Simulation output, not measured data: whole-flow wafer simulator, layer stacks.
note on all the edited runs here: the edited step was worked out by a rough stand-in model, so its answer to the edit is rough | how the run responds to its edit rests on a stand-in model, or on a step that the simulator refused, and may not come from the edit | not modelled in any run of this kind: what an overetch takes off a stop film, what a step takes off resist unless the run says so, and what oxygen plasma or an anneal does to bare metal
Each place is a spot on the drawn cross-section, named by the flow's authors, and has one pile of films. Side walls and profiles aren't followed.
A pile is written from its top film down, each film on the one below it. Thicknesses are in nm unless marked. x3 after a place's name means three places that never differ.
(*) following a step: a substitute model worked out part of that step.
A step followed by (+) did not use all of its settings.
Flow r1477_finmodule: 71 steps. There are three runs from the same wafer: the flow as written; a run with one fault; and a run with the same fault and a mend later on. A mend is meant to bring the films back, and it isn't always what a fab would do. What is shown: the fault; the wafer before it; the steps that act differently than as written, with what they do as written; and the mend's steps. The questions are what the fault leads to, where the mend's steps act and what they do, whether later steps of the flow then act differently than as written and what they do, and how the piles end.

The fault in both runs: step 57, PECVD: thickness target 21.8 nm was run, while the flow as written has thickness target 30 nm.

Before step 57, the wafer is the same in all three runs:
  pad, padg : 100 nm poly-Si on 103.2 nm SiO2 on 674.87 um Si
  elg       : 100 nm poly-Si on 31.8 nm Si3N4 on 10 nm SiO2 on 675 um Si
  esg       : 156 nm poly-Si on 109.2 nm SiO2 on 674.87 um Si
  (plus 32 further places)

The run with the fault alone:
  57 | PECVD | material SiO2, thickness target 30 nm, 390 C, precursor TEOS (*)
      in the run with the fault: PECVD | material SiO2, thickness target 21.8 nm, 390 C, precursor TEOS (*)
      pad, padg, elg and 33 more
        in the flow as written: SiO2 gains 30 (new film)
        in the run with the fault: SiO2 gains 21.8 (new film)
  Steps later in the flow that act otherwise than as written (3 other steps are not shown; they differ only slightly, by no more than 2% or 0.5 nm, whichever is larger):
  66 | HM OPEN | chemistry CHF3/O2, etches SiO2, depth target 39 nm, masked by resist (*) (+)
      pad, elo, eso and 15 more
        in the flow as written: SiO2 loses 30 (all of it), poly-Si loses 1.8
        in the run with the fault: SiO2 loses 21.8 (all of it), poly-Si loses 2.18
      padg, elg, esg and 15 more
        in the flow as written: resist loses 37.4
        in the run with the fault: resist loses 31.3
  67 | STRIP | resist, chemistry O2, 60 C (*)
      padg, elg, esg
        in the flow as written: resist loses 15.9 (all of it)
        in the run with the fault: resist loses 21.9 (all of it)
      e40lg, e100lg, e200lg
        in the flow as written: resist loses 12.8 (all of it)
        in the run with the fault: resist loses 18.8 (all of it)
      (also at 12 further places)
  By the end, the piles at padg, elg, esg and 15 more depart from the flow's by more than 2% or 0.5 nm, whichever is larger.
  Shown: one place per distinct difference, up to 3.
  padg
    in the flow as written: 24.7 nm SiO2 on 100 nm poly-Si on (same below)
    in the run with the fault: 16.5 nm SiO2 on 100 nm poly-Si on (same below)
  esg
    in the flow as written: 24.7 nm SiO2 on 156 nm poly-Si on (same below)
    in the run with the fault: 16.5 nm SiO2 on 156 nm poly-Si on (same below)
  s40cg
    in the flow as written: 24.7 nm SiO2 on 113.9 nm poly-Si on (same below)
    in the run with the fault: 16.5 nm SiO2 on 113.9 nm poly-Si on (same below)

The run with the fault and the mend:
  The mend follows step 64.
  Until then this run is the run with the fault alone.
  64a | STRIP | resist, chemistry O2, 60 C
      padg, elg, esg
        resist loses 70 (all of it)
      e40lg, e100lg, e200lg
        resist loses 66.9 (all of it)
      s40sg, s45sg
        resist loses 91 (all of it)
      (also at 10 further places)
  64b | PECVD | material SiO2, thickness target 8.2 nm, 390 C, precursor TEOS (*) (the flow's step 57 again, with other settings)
      pad, padg, elg and 33 more
        SiO2 gains 8.2
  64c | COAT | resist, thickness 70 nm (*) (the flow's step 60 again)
      e40lg, e100lg, e200lg, elo, e40lo, e100lo, e200lo
        resist gains 66.9 (new film)
      pad, padg, elg, esg
        resist gains 70 (new film)
      s40sg, s45sg, s40so, s45so
        resist gains 91 (new film)
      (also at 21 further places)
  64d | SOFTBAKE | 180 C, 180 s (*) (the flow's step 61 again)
      leaves every film unchanged at each place that is followed
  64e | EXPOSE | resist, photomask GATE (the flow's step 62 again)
      leaves every film unchanged at each place that is followed
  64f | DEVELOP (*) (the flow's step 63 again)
      elo, e40lo, e100lo, e200lo
        resist loses 66.9 (all of it)
      eso, e40so
        resist loses 129.5 (all of it)
      s40so, s45so
        resist loses 91 (all of it)
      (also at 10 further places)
  Every later step of the flow that is run acts as written at every place that is followed.
  By the end, the piles equal the flow's at every place that both follow.
